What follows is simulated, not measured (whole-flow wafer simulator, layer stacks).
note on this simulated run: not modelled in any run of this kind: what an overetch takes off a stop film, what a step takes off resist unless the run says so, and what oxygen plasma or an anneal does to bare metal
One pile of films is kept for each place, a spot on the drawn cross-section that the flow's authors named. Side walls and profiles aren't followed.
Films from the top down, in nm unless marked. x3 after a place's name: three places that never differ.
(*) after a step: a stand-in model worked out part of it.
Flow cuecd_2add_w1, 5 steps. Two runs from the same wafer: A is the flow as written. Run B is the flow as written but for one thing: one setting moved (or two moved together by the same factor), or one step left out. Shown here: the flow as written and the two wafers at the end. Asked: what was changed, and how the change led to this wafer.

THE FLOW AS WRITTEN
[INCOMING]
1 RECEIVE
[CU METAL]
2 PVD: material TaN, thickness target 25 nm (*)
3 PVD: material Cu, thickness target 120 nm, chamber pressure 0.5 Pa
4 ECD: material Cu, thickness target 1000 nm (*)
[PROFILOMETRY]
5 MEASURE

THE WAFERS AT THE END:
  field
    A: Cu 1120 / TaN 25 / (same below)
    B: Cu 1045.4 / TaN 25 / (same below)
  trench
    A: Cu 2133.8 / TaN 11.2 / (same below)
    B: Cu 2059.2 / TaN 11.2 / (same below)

The cause: step 3, PVD: thickness target 45.4 nm was run, where the flow has thickness target 120 nm.

How the change led to this, step by step:
  3 PVD: material Cu, thickness target 120 nm, chamber pressure 0.5 Pa
      field: A Cu +120 (new film) | B Cu +45.4 (new film)
      trench: A Cu +53.6 (new film) | B Cu +20.8 (new film)
  4 ECD: material Cu, thickness target 1000 nm (*)
      trench: A Cu +2080.2 | B Cu +2038.4
